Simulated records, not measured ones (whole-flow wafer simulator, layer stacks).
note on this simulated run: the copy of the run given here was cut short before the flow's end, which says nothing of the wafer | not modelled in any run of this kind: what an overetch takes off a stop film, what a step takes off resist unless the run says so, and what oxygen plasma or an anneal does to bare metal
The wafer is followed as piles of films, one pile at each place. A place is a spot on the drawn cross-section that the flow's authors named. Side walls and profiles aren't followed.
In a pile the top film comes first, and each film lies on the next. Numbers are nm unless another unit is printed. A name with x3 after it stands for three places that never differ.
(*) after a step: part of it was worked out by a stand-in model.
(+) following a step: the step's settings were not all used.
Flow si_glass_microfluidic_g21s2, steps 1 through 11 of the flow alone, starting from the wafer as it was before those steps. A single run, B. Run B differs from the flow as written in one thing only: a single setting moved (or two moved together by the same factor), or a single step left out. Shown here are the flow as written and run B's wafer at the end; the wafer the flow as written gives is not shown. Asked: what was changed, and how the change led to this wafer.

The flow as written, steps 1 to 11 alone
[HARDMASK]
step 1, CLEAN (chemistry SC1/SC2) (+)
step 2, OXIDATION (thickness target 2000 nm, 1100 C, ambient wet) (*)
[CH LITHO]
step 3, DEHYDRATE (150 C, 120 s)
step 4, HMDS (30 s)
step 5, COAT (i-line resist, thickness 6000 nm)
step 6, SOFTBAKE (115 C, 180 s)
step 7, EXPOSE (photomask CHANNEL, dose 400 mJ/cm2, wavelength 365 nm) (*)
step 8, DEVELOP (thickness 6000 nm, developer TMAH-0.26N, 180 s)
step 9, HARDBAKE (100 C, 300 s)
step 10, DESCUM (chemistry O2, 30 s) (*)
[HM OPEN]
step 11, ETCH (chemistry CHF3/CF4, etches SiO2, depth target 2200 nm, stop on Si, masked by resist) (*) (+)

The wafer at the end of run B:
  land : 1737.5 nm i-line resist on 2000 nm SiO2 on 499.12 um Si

Cause: step 5, COAT: thickness 3600 nm was run, while the flow as written has thickness 6000 nm.

How this came from the change, step by step:
  step 5, COAT (i-line resist, thickness 6000 nm)
      land, trench20 x3: +3600 i-line resist (new film) (as written it would have been: +6000 i-line resist (new film))
  step 8, DEVELOP (thickness 6000 nm, developer TMAH-0.26N, 180 s)
      trench20 x3: -3600 i-line resist (all of it) (as written it would have been: -6000 i-line resist (all of it))
  step 9, HARDBAKE (100 C, 300 s)
      land: -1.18 i-line resist (as written it would have been: -7.06 i-line resist)
